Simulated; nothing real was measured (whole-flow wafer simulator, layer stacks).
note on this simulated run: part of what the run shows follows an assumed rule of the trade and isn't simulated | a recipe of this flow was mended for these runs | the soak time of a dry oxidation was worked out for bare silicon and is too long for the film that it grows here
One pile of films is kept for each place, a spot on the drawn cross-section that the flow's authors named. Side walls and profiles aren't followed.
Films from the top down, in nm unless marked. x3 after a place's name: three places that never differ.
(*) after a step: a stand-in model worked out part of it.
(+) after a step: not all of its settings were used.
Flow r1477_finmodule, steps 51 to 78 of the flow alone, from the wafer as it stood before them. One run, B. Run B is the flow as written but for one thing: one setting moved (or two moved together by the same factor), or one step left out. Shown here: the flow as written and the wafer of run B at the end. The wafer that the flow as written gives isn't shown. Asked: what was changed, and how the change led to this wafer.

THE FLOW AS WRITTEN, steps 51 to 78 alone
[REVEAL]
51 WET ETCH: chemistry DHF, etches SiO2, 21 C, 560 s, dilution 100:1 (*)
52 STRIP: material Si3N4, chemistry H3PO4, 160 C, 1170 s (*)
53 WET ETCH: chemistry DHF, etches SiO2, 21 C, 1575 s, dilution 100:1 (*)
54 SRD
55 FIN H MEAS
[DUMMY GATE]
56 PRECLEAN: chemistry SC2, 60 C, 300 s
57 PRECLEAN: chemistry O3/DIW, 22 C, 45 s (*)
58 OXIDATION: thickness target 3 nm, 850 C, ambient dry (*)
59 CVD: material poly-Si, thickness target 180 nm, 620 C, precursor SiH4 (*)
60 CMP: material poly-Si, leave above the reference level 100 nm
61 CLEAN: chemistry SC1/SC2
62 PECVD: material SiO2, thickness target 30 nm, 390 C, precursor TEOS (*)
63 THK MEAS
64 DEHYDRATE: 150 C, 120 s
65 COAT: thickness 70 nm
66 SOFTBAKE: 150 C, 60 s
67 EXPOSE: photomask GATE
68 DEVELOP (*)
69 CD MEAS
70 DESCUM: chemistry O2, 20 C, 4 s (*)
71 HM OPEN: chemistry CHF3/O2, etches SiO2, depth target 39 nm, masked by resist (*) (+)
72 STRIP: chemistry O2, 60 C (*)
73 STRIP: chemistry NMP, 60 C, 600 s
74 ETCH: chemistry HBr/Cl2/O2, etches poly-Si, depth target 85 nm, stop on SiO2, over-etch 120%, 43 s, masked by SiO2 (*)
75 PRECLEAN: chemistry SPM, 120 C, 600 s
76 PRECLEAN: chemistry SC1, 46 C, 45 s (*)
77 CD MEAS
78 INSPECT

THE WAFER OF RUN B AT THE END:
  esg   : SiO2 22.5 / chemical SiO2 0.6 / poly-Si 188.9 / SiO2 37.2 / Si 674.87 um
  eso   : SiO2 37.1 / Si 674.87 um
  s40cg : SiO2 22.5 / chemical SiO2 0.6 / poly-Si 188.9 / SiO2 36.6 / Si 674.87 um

The cause: step 53, WET ETCH: 2431 s was run, where the flow has 1575 s.

How the change led to this, step by step:
  53 WET ETCH: chemistry DHF, etches SiO2, 21 C, 1575 s, dilution 100:1 (*)
      esg, e40sg, e100sg and 17 more: SiO2 -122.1 (as written it would be: SiO2 -79.1)
      pad, padg: SiO2 -129.8 (as written it would be: SiO2 -85.7)
  59 CVD: material poly-Si, thickness target 180 nm, 620 C, precursor SiH4 (*)
      esg, e40sg, e100sg and 15 more: poly-Si +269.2 (new film) (as written it would be: poly-Si +226.3 (new film))
      e200sg, e200so: poly-Si +269.2 (new film) (as written it would be: poly-Si +219.2 (new film))
  60 CMP: material poly-Si, leave above the reference level 100 nm
      pad, padg: nothing (as written it would be: poly-Si -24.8)
      e200sg, e200so: poly-Si -80 (as written it would be: poly-Si -72.9)
  74 ETCH: chemistry HBr/Cl2/O2, etches poly-Si, depth target 85 nm, stop on SiO2, over-etch 120%, 43 s, masked by SiO2 (*)
      eso, e40so, e100so and 7 more: chemical SiO2 -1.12 (all of it), poly-Si -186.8 (all of it) (as written it would be: chemical SiO2 -1.12 (all of it), poly-Si -143.9 (all of it), SiO2 -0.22)
      pad: chemical SiO2 -1.12 (all of it), poly-Si -177.6 (all of it), SiO2 -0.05 (as written it would be: chemical SiO2 -1.12 (all of it), poly-Si -152.8 (all of it), SiO2 -0.17)
